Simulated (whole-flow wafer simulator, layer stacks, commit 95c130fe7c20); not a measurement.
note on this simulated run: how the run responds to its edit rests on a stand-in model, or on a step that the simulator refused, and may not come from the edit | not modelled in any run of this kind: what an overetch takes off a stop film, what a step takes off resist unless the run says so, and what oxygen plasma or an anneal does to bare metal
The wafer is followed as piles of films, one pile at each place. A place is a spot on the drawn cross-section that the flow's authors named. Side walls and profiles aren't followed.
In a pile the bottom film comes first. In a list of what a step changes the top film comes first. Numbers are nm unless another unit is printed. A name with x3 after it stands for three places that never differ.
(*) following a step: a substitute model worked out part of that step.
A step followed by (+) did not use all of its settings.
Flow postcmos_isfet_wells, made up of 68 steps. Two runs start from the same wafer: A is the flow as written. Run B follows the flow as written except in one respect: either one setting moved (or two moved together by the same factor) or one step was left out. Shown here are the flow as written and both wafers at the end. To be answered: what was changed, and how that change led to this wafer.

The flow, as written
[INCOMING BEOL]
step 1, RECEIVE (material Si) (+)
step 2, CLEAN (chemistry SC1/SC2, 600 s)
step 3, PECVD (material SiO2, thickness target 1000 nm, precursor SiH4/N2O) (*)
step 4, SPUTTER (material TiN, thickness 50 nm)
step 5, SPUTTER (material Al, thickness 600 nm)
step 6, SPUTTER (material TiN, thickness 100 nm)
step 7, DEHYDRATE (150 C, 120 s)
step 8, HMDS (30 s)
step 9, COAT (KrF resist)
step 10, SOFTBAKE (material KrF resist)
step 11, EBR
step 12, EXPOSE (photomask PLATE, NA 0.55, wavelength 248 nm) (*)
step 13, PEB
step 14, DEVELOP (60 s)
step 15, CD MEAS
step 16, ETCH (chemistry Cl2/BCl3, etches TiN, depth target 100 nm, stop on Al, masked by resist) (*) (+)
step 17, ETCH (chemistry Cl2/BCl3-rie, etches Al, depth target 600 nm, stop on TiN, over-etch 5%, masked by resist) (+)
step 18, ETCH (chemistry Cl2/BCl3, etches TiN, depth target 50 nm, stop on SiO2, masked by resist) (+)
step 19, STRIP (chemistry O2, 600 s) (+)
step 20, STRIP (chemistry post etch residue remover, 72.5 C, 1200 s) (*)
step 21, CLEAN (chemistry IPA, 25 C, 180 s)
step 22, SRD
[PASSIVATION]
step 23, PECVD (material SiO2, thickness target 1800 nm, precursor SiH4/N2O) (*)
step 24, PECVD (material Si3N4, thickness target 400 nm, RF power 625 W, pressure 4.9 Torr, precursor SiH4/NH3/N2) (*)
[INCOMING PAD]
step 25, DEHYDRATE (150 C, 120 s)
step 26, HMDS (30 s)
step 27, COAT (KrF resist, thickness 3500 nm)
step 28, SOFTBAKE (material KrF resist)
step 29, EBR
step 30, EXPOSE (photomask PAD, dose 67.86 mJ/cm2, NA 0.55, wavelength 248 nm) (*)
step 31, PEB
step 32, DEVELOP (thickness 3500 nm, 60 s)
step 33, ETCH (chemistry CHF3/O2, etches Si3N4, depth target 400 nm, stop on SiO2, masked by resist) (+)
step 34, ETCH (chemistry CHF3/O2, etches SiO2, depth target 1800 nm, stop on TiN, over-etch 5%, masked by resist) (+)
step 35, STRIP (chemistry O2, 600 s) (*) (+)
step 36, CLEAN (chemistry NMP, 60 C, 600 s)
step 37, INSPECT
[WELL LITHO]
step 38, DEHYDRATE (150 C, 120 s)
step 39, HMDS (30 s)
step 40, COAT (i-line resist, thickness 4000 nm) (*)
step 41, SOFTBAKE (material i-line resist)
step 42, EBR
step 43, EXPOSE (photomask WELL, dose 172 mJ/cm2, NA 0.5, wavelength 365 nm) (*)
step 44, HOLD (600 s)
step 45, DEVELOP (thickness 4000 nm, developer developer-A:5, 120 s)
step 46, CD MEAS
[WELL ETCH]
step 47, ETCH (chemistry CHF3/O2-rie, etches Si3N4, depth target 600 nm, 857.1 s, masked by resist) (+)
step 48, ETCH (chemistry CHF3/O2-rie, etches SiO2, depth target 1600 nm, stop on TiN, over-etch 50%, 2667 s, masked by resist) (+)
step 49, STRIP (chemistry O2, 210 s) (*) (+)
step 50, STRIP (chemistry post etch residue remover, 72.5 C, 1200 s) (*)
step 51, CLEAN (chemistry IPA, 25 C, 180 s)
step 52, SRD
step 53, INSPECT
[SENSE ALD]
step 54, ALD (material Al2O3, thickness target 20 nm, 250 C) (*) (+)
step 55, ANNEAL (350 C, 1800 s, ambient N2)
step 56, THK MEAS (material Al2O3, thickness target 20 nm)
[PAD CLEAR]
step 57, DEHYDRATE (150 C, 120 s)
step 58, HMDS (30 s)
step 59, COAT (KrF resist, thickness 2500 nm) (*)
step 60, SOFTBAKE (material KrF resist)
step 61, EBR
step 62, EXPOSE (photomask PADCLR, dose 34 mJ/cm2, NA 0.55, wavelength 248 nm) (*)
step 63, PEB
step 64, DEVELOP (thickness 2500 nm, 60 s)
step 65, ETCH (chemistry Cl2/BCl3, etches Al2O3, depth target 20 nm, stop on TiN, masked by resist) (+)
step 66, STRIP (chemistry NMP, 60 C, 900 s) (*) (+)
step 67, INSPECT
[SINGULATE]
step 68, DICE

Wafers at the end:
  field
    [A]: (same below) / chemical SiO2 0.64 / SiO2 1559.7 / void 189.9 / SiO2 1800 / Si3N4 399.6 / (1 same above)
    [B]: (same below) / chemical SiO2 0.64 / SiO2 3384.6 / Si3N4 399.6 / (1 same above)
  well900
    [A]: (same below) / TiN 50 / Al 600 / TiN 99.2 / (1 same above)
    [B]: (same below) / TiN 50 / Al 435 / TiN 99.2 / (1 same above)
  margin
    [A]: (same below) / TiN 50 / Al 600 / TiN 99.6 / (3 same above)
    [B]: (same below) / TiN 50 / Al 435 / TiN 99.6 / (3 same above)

The reason: step 5, SPUTTER: thickness 435 nm was run, though the flow has thickness 600 nm.
The wafer lets one read it off: well900 has Al 435, and step 5 as written asks for 600 nm.

How this came from the change, step by step:
  step 5, SPUTTER (material Al, thickness 600 nm)
      field, margin, well900, well1300 x3, pad_rim, pad_clr, pad_open: A +600 Al (new film) | B +435 Al (new film)
  step 17, ETCH (chemistry Cl2/BCl3-rie, etches Al, depth target 600 nm, stop on TiN, over-etch 5%, masked by resist) (+)
      margin, well900, well1300 x3, pad_rim, pad_clr, pad_open: A -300 KrF resist | B -228.4 KrF resist
      field: A -600 Al (all of it) | B -435 Al (all of it)
  step 19, STRIP (chemistry O2, 600 s) (+)
      margin, well900, well1300 x3, pad_rim, pad_clr, pad_open: A -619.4 KrF resist (all of it) | B -691 KrF resist (all of it)
  step 23, PECVD (material SiO2, thickness target 1800 nm, precursor SiH4/N2O) (*)
      field: A +1800 SiO2 (new film), +189.9 void (new film), +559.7 SiO2 | B +2384.6 SiO2
